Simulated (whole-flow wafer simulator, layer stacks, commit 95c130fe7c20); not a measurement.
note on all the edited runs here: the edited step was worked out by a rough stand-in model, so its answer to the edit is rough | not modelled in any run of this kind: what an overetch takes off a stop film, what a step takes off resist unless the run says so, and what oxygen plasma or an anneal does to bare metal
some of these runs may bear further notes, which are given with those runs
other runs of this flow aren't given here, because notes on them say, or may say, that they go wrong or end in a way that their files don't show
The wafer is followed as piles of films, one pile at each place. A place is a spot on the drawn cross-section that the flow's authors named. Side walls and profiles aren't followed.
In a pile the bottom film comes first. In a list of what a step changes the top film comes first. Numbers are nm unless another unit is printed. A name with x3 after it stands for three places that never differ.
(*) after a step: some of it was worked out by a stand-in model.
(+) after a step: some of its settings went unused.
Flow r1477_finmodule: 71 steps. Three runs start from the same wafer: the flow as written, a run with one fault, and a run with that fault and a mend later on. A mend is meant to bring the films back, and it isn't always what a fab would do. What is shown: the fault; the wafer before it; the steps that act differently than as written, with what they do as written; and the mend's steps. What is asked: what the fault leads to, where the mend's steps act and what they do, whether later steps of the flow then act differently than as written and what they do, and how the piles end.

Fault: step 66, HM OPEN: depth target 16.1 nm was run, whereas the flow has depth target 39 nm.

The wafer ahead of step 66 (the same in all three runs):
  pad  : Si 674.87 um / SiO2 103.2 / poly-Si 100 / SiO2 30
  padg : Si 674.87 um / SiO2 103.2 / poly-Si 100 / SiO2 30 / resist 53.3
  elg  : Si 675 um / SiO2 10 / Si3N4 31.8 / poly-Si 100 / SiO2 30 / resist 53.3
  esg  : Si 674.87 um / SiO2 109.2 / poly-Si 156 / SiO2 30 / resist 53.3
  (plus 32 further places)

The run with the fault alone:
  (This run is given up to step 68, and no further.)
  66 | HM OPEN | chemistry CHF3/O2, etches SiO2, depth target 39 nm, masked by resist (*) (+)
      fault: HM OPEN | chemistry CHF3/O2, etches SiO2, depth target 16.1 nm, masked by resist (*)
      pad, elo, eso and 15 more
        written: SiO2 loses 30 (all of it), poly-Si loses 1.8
        fault: SiO2 loses 16.1
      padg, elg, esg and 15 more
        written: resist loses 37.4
        fault: resist loses 15.4
  Steps further on in the flow that do not act as written:
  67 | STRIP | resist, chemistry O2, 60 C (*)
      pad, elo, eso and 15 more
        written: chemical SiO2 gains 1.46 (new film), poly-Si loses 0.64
        fault: nothing
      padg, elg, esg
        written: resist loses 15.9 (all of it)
        fault: resist loses 37.8 (all of it)
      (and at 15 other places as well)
  The piles after step 68 differ from the flow's at pad, elo, eso and 15 more by more than 2% or 0.5 nm, whichever is larger.
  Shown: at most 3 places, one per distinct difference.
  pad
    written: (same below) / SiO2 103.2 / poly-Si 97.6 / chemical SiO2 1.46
    fault: (same below) / SiO2 103.2 / poly-Si 100 / SiO2 13.9
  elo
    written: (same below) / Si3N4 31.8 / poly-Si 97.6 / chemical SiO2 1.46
    fault: (same below) / Si3N4 31.8 / poly-Si 100 / SiO2 13.9
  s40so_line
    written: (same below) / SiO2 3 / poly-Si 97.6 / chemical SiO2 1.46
    fault: (same below) / SiO2 3 / poly-Si 100 / SiO2 13.9

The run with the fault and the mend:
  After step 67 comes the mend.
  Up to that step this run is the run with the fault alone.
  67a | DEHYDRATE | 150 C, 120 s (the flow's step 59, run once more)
      leaves every film unchanged at each place that is followed
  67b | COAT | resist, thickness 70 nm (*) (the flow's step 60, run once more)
      e40lg, e100lg, e200lg, elo, e40lo, e100lo, e200lo
        resist gains 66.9 (new film)
      s40sg, s45sg, s40so, s45so
        resist gains 91 (new film)
      s40sg_line, s45sg_line, s40so_line, s45so_line
        resist gains 68.5 (new film)
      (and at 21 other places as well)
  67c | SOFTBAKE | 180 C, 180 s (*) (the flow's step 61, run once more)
      leaves every film unchanged at each place that is followed
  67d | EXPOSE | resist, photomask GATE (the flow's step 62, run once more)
      leaves every film unchanged at each place that is followed
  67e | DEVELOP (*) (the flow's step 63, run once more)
      elo, e40lo, e100lo, e200lo
        resist loses 66.9 (all of it)
      eso, e40so
        resist loses 129.5 (all of it)
      s40so, s45so
        resist loses 91 (all of it)
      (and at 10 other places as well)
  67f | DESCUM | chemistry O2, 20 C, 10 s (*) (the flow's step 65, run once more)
      padg, elg, esg and 15 more
        resist loses 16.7
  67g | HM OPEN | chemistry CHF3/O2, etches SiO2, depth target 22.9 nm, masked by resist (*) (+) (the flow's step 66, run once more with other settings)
      pad, elo, eso and 15 more
        SiO2 loses 13.9 (all of it), poly-Si loses 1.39
      padg, elg, esg and 15 more
        resist loses 20
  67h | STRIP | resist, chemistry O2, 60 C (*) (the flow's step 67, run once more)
      pad, elo, eso and 15 more
        chemical SiO2 gains 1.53 (new film), poly-Si loses 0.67
      e40lg, e100lg, e200lg
        resist loses 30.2 (all of it)
      elg, esg
        resist loses 33.3 (all of it)
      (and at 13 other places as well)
  None of the later steps of the flow differs from how it acts as written, at any place that is followed, by more than 2% or 0.5 nm, whichever is larger.
  When the end is reached, the piles differ only a little from the flow's at the places that both follow, at most by 2% or 0.5 nm, whichever is larger.
